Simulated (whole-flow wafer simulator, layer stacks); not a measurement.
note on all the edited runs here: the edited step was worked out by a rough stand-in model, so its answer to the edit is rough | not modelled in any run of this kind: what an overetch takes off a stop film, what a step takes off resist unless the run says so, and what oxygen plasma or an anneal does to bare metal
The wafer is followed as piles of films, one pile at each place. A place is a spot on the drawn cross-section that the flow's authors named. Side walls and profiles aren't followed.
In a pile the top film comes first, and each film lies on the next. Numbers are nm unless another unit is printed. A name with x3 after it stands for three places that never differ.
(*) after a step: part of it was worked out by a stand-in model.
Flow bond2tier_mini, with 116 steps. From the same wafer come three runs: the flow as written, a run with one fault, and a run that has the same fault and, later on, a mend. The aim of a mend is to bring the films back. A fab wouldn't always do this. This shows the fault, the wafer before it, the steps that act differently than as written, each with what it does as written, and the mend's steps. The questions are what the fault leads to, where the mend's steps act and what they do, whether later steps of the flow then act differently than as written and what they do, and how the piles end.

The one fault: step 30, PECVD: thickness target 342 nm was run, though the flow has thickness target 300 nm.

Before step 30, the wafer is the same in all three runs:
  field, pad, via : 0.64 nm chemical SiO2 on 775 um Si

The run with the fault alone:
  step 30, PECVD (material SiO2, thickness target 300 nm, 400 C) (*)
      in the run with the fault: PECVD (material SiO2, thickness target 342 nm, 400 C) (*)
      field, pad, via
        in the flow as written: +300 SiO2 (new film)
        in the run with the fault: +342 SiO2 (new film)
  None of the later steps of the flow acts differently than as written at any place that is followed.
  At field, pad, the piles at the end differ from the flow's by more than 2% or 0.5 nm, whichever is larger.
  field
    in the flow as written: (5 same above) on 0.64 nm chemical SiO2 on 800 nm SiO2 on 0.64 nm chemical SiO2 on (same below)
    in the run with the fault: (5 same above) on 0.64 nm chemical SiO2 on 842 nm SiO2 on 0.64 nm chemical SiO2 on (same below)
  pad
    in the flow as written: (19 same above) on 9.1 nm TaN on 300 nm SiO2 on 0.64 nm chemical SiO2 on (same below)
    in the run with the fault: (19 same above) on 9.1 nm TaN on 342 nm SiO2 on 0.64 nm chemical SiO2 on (same below)

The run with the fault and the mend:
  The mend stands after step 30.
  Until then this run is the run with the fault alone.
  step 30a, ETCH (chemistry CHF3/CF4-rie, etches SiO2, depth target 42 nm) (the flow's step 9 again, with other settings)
      field, pad, via
        -42 SiO2
  None of the later steps of the flow acts differently than as written at any place that is followed.
  At every place that both follow, the piles at the end match the flow's.
